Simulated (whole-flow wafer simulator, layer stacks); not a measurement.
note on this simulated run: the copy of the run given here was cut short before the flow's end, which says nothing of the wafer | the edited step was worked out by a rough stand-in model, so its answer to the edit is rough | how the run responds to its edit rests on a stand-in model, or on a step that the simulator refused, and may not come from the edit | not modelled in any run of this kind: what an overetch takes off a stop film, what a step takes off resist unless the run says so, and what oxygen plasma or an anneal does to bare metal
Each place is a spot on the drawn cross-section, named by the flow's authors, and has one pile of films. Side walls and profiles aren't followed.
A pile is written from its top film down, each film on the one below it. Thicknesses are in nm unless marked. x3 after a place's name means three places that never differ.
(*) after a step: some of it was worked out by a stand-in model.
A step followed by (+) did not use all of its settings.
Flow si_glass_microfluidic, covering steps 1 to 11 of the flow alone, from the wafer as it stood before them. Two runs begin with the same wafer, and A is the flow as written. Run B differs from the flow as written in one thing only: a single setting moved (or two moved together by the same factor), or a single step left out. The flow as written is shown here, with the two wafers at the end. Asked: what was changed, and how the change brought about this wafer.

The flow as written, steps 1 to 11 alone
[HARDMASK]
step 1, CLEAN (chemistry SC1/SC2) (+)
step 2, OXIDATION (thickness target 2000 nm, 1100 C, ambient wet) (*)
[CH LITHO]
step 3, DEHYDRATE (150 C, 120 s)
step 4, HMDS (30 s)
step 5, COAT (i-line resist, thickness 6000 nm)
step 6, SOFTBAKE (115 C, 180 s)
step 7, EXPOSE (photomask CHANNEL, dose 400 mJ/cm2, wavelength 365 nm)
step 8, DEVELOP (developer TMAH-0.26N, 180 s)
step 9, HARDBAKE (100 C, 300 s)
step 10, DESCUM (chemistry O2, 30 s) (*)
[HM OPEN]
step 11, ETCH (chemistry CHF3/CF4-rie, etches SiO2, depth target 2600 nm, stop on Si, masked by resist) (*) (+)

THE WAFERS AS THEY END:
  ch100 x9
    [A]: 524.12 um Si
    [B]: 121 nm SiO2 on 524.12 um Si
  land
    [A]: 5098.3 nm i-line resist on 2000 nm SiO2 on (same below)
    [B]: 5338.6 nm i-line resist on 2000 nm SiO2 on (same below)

What caused this: step 11, ETCH: depth target 1879 nm was run, while the flow as written has depth target 2600 nm.

Step by step, how the change led to this:
  step 11, ETCH (chemistry CHF3/CF4-rie, etches SiO2, depth target 2600 nm, stop on Si, masked by resist) (*) (+)
      ch100 x9: A SiO2 loses 2000 (all of it) | B SiO2 loses 1879
      land: A i-line resist loses 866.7 | B i-line resist loses 626.3
